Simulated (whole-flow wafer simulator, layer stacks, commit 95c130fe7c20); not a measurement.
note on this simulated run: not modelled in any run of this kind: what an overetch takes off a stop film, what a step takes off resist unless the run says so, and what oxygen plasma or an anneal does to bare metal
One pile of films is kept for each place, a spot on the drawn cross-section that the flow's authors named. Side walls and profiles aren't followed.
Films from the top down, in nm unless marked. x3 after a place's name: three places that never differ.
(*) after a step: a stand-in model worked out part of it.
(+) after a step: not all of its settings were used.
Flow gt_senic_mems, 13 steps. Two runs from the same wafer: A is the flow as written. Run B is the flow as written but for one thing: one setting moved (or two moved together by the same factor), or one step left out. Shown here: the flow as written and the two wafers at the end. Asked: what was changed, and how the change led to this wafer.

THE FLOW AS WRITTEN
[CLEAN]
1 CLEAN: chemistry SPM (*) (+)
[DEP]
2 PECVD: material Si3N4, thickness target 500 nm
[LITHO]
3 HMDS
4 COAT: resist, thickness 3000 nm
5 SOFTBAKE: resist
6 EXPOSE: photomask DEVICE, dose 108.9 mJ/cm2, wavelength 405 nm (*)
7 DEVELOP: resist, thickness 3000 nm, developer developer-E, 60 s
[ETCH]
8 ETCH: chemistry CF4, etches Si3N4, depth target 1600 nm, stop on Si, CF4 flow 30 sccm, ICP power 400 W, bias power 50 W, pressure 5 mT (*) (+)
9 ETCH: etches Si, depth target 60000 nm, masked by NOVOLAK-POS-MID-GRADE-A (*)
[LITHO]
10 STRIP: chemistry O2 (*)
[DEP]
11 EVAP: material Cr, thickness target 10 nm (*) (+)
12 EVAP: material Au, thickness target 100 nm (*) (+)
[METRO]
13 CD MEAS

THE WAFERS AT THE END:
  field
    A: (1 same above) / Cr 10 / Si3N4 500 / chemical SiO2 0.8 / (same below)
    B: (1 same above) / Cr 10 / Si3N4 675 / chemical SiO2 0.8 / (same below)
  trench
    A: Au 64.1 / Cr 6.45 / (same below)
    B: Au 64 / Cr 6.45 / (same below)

The cause: step 2, PECVD: thickness target 675 nm was run, where the flow has thickness target 500 nm.
It can be read off the wafer: field has Si3N4 675, and step 2 as written asks for 500 nm.

How the change led to this, step by step:
  2 PECVD: material Si3N4, thickness target 500 nm
      field, trench: A Si3N4 +500 (new film) | B Si3N4 +675 (new film)
  8 ETCH: chemistry CF4, etches Si3N4, depth target 1600 nm, stop on Si, CF4 flow 30 sccm, ICP power 400 W, bias power 50 W, pressure 5 mT (*) (+)
      field: A resist -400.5 | B resist -517.2
      trench: A Si3N4 -500 (all of it), chemical SiO2 -0.8 (all of it) | B Si3N4 -675 (all of it), chemical SiO2 -0.8 (all of it)
  10 STRIP: chemistry O2 (*)
      field: A resist -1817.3 (all of it) | B resist -1700.6 (all of it)
